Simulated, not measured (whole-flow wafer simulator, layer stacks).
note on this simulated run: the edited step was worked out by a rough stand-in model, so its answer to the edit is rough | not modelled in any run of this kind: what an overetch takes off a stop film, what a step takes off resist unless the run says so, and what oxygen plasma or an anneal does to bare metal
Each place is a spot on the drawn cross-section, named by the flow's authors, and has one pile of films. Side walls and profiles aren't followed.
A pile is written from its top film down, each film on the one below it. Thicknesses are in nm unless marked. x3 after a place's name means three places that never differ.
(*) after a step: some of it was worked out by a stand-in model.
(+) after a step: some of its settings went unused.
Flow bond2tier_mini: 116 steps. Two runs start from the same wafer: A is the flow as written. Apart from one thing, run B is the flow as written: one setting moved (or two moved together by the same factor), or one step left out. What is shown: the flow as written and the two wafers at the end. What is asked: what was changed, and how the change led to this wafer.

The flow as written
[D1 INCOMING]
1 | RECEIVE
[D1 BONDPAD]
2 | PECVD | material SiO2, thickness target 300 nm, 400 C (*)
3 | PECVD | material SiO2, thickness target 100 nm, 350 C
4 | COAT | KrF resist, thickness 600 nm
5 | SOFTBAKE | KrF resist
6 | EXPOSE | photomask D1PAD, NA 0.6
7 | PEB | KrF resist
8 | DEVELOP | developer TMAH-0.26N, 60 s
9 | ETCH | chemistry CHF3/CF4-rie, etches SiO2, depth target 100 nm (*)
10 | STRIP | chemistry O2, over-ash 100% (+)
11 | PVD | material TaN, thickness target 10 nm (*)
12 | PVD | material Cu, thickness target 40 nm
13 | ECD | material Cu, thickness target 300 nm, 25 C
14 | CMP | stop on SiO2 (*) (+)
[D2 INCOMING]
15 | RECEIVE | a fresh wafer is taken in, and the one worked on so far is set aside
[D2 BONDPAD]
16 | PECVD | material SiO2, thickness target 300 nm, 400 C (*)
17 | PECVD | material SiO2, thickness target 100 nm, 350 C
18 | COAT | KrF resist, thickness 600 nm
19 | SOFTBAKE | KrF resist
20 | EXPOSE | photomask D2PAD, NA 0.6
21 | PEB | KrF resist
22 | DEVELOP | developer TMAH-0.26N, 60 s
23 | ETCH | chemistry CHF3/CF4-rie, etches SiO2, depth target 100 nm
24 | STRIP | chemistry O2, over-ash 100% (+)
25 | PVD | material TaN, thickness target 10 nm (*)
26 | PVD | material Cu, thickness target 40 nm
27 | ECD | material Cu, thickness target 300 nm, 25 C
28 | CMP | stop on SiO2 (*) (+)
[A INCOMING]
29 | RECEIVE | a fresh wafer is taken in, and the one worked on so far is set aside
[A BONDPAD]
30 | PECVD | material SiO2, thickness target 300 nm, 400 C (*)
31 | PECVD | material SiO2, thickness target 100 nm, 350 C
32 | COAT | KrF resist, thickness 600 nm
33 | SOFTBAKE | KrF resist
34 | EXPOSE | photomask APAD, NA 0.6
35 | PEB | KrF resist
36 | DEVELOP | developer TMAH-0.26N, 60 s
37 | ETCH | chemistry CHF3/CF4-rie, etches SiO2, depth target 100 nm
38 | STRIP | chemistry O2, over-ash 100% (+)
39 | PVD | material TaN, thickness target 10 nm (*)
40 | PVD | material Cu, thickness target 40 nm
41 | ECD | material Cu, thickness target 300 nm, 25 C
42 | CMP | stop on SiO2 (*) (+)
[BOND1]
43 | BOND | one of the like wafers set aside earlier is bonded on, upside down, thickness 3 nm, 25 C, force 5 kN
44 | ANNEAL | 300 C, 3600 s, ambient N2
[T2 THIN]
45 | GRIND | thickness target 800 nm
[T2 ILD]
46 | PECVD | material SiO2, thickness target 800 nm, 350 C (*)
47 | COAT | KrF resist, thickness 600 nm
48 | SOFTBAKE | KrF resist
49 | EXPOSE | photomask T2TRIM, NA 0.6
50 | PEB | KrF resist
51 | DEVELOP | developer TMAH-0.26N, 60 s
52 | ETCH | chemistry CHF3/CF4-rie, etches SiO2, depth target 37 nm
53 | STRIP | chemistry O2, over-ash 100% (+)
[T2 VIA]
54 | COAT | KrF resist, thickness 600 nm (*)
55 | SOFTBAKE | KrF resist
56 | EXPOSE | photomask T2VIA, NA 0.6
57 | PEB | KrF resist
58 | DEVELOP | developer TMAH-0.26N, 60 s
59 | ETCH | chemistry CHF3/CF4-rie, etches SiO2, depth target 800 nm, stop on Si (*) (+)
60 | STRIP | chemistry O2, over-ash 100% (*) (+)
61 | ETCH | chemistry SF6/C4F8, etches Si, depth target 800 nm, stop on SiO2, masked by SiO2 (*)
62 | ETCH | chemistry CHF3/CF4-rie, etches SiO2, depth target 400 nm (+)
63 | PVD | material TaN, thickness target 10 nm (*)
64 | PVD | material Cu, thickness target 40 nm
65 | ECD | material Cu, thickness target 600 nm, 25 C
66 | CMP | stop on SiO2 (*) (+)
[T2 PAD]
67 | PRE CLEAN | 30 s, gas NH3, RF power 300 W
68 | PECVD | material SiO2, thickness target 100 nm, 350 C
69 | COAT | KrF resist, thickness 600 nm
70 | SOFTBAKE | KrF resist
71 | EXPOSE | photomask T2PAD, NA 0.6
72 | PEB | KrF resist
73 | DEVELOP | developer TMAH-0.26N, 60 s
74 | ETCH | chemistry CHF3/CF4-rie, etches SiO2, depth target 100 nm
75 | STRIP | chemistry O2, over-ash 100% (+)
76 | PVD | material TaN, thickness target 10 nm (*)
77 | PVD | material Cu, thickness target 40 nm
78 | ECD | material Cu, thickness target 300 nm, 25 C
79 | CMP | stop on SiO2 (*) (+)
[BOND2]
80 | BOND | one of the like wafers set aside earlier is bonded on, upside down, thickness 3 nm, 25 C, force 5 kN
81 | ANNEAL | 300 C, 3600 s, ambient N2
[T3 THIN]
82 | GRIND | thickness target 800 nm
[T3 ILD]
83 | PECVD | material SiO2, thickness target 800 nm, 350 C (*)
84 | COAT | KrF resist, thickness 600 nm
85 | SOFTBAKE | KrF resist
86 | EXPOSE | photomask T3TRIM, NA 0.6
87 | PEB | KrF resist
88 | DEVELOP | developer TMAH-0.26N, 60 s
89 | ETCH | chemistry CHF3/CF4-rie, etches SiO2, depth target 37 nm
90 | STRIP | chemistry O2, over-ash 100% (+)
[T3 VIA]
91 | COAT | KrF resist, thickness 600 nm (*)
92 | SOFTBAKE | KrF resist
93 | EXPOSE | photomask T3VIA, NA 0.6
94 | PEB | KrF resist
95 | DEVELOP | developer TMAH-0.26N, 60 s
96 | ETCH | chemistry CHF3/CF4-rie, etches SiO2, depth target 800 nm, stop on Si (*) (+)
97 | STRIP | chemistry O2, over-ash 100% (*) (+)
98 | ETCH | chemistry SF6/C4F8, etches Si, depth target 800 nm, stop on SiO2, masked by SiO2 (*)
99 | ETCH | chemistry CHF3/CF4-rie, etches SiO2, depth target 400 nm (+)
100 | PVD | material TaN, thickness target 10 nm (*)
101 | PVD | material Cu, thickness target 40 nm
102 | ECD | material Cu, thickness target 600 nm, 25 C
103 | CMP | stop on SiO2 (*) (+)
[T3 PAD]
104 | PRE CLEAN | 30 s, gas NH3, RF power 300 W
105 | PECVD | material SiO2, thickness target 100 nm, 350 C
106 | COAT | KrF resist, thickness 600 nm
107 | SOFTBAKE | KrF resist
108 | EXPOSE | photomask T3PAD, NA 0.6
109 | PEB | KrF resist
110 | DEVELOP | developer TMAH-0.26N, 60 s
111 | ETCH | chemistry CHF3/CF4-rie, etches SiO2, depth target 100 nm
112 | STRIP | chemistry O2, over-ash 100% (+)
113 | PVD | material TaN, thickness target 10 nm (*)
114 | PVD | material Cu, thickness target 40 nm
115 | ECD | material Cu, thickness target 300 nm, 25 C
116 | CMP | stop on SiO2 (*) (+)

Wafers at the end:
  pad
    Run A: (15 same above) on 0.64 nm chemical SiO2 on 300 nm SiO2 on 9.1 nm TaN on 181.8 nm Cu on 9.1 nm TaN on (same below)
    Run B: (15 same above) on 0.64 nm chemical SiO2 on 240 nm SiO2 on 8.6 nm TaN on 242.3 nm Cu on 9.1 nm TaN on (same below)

Cause: step 9, ETCH: depth target 160 nm was run, whereas the flow has depth target 100 nm.

How this came from the change, step by step:
  9 | ETCH | chemistry CHF3/CF4-rie, etches SiO2, depth target 100 nm (*)
      pad, via: A -100 SiO2 | B -160 SiO2
      field: A -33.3 KrF resist | B -53.3 KrF resist
  10 | STRIP | chemistry O2, over-ash 100% (+)
      field: A -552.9 KrF resist (all of it) | B -532.9 KrF resist (all of it)
  12 | PVD | material Cu, thickness target 40 nm
      pad: A +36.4 Cu (new film) | B +34.4 Cu (new film)
  13 | ECD | material Cu, thickness target 300 nm, 25 C
      pad: A +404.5 Cu | B +467 Cu
      via: A +400.2 Cu | B +460.6 Cu
  43 | BOND | one of the like wafers set aside earlier is bonded on, upside down, thickness 3 nm, 25 C, force 5 kN
      pad: A +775 um Si (new film), +0.64 chemical SiO2 (new film), +300 SiO2 (new film), +9.1 TaN (new film), +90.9 Cu | B +775 um Si (new film), +0.64 chemical SiO2 (new film), +240 SiO2 (new film), +8.6 TaN (new film), +151.4 Cu
      via: A +775 um Si (new film), +0.64 chemical SiO2 (new film), +300 SiO2 (new film), +9.97 TaN (new film), +90 Cu | B +775 um Si (new film), +0.64 chemical SiO2 (new film), +240 SiO2 (new film), +9.89 TaN (new film), +150.1 Cu
